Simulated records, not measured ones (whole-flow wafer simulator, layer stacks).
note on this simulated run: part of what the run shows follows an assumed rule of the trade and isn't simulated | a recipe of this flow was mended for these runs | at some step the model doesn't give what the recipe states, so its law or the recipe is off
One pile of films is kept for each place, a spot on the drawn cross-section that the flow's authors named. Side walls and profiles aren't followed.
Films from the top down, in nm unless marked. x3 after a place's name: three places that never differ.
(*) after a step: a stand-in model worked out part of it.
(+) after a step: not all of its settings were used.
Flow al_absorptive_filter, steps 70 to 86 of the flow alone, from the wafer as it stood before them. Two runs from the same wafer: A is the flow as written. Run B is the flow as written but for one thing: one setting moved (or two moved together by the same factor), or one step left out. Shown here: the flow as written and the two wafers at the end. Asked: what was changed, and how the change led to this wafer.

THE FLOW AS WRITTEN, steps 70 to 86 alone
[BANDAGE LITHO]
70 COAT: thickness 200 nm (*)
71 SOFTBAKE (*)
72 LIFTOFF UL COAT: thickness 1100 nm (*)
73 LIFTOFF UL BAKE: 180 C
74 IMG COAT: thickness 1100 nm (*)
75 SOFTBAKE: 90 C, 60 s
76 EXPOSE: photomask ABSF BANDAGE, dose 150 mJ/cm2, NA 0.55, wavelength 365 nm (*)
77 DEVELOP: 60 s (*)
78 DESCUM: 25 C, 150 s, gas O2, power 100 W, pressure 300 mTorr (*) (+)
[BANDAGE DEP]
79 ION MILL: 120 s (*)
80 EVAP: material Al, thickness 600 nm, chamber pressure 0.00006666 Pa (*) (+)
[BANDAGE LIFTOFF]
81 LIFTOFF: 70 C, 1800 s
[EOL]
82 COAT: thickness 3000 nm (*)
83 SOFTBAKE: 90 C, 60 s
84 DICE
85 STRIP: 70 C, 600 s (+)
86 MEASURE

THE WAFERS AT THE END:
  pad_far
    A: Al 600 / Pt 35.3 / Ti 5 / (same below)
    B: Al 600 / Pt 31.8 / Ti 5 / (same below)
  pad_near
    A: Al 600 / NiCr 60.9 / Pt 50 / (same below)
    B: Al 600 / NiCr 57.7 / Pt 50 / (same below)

The cause: step 79, ION MILL: 149 s was run, where the flow has 120 s.

How the change led to this, step by step:
  79 ION MILL: 120 s (*)
      gnd, ledge, res and 9 more: A i-line-resist -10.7 | B i-line-resist -13.2
      pad_far: A Pt -14.7 | B Pt -18.2
      (and at 1 more place)
